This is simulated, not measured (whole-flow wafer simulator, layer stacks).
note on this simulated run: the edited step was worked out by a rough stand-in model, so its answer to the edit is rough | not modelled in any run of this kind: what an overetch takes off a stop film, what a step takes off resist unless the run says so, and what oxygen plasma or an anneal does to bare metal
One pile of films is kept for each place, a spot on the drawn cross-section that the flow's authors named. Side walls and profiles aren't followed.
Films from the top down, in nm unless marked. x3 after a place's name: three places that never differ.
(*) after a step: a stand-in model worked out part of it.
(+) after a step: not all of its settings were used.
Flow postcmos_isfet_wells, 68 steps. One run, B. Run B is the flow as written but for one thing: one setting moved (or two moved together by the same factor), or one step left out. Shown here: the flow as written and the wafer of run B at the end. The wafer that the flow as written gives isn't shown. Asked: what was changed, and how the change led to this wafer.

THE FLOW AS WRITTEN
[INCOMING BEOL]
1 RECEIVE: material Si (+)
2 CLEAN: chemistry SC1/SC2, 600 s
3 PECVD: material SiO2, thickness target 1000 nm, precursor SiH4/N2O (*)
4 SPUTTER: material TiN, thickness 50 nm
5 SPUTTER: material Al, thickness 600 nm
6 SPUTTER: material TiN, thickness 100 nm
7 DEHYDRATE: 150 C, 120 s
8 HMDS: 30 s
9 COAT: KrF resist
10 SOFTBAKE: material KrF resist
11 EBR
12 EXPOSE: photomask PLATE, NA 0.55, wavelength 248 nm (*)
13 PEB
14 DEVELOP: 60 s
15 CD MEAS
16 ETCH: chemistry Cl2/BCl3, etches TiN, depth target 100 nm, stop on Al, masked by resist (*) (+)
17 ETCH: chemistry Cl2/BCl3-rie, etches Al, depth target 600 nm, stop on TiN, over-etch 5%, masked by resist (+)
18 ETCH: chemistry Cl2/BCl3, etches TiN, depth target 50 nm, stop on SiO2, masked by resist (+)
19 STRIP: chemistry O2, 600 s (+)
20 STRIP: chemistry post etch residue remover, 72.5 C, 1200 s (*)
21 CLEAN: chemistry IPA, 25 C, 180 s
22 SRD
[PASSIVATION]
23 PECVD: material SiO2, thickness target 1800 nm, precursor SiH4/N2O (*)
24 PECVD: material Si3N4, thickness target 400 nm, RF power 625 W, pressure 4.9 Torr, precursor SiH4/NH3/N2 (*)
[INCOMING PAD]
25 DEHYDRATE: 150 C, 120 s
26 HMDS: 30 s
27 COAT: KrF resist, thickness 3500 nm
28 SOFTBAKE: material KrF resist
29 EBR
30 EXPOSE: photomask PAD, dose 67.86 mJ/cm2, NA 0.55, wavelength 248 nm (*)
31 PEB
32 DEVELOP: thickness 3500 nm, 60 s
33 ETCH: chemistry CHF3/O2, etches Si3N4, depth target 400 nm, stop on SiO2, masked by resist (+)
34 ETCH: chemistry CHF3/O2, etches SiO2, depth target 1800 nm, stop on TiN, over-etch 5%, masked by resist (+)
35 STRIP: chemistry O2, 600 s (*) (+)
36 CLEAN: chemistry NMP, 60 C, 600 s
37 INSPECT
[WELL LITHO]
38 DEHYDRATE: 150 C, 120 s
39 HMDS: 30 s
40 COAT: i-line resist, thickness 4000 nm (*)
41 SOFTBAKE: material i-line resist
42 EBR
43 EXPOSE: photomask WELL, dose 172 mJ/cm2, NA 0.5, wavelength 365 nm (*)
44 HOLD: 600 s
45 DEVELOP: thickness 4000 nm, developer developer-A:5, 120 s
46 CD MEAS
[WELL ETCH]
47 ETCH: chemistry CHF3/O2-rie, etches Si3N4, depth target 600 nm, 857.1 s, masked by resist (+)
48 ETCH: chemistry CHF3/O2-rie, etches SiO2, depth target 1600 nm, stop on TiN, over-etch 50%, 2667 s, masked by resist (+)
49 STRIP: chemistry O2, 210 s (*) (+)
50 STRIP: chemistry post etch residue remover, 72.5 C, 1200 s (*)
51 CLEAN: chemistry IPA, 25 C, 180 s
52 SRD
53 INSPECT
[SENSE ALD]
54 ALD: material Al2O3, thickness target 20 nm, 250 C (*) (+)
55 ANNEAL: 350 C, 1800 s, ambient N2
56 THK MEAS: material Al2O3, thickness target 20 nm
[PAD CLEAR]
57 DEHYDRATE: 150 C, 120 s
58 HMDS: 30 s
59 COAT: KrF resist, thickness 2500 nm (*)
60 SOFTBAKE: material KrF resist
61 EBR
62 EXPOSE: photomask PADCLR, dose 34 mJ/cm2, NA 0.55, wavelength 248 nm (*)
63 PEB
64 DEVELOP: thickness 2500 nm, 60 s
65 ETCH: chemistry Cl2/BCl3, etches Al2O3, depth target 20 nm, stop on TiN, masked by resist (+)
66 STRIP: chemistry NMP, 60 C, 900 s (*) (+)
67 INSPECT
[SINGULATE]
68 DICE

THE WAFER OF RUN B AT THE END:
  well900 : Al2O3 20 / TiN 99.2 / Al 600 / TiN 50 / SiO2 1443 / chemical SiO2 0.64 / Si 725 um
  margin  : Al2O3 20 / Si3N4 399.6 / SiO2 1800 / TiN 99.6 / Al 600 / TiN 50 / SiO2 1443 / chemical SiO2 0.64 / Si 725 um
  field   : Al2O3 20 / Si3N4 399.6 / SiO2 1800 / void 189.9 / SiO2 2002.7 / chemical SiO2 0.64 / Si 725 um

The cause: step 3, PECVD: thickness target 1443 nm was run, where the flow has thickness target 1000 nm.
It can be read off the wafer: well900 has SiO2 1443, and step 3 as written asks for 1000 nm.

How the change led to this, step by step:
  3 PECVD: material SiO2, thickness target 1000 nm, precursor SiH4/N2O (*)
      field, margin, well900, well1300 x3, pad_rim, pad_clr, pad_open: SiO2 +1443 (new film) (as written it would be: SiO2 +1000 (new film))
